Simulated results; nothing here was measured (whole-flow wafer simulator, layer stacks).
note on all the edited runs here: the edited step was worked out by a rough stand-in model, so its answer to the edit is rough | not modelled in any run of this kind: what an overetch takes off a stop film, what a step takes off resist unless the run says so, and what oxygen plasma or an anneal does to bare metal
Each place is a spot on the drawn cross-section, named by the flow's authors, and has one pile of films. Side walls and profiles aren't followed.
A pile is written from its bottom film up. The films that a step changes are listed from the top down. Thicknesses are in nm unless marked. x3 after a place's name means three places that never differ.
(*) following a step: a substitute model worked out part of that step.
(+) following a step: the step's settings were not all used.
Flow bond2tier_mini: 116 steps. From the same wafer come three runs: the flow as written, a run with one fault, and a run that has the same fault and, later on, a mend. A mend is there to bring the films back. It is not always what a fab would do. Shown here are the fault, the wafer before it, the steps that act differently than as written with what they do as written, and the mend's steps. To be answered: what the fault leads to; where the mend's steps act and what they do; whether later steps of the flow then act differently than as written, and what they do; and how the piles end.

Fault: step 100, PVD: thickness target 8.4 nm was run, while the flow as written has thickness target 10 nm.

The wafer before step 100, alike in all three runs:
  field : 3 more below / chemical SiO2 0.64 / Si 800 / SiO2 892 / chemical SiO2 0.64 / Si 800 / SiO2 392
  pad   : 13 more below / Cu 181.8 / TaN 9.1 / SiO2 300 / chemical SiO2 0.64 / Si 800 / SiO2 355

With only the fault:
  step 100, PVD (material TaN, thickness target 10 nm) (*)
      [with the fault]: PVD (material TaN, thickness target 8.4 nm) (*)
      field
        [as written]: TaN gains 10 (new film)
        [with the fault]: TaN gains 8.4 (new film)
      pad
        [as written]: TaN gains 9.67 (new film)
        [with the fault]: TaN gains 8.12 (new film)
  Steps further on in the flow that do not act as written (1 other step is not shown; it differs only slightly, by no more than 2% or 0.5 nm, whichever is larger):
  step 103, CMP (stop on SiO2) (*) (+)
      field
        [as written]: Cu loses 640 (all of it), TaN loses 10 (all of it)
        [with the fault]: Cu loses 640 (all of it), TaN loses 8.4 (all of it)
  The piles end different from the flow's at pad by more than 2% or 0.5 nm, whichever is larger.
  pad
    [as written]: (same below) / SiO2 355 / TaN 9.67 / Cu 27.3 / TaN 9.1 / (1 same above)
    [with the fault]: (same below) / SiO2 355 / TaN 8.12 / Cu 28.9 / TaN 9.1 / (1 same above)

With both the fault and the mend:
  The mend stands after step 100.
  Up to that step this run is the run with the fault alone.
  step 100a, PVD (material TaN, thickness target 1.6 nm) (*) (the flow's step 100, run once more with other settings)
      field
        TaN gains 1.6
      pad
        TaN gains 1.55
  Later steps of the flow that are run all act as written at every place that is followed.
  By the end, the piles equal the flow's at every place that both follow.
